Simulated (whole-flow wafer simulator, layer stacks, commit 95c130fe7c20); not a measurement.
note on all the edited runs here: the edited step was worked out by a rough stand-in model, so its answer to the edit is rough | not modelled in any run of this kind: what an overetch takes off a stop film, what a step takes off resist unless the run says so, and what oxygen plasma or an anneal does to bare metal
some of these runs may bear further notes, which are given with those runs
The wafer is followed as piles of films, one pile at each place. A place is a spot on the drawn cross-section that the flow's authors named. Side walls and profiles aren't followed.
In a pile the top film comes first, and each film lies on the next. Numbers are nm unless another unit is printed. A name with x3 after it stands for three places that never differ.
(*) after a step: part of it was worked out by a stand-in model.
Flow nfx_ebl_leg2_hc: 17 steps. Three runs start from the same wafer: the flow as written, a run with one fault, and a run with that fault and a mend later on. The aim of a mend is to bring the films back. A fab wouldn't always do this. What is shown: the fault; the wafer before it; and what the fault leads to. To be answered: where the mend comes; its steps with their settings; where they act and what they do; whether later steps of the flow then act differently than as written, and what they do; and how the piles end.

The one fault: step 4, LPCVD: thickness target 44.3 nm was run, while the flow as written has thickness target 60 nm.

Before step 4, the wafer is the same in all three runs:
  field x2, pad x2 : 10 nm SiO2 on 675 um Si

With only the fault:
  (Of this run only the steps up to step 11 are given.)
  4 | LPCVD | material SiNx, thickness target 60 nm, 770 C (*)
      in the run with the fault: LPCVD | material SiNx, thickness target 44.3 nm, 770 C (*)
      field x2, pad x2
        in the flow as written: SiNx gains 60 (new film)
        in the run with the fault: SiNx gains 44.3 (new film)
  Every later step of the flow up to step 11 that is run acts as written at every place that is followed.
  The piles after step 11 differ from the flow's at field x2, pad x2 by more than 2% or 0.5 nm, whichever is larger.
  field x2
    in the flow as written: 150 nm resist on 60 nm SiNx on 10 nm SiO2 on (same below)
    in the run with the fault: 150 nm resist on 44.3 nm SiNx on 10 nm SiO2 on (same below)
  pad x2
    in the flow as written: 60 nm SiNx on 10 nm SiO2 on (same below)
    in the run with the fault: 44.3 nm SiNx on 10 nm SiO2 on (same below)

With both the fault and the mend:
  After step 5 comes the mend.
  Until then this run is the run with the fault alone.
  5a | ETCH | chemistry h3po4, depth target 50.94 nm
      field x2, pad x2
        SiNx loses 44.3 (all of it)
  5b | CLEAN | chemistry SC1/SC2 (the flow's step 2 again)
      alters no film at any place that is followed
  5c | LPCVD | material SiNx, thickness target 60 nm, 770 C (*) (the flow's step 4 again)
      field x2, pad x2
        SiNx gains 60 (new film)
  Every later step of the flow that is run acts as written at every place that is followed.
  The piles end the same as the flow's at every place that both follow.
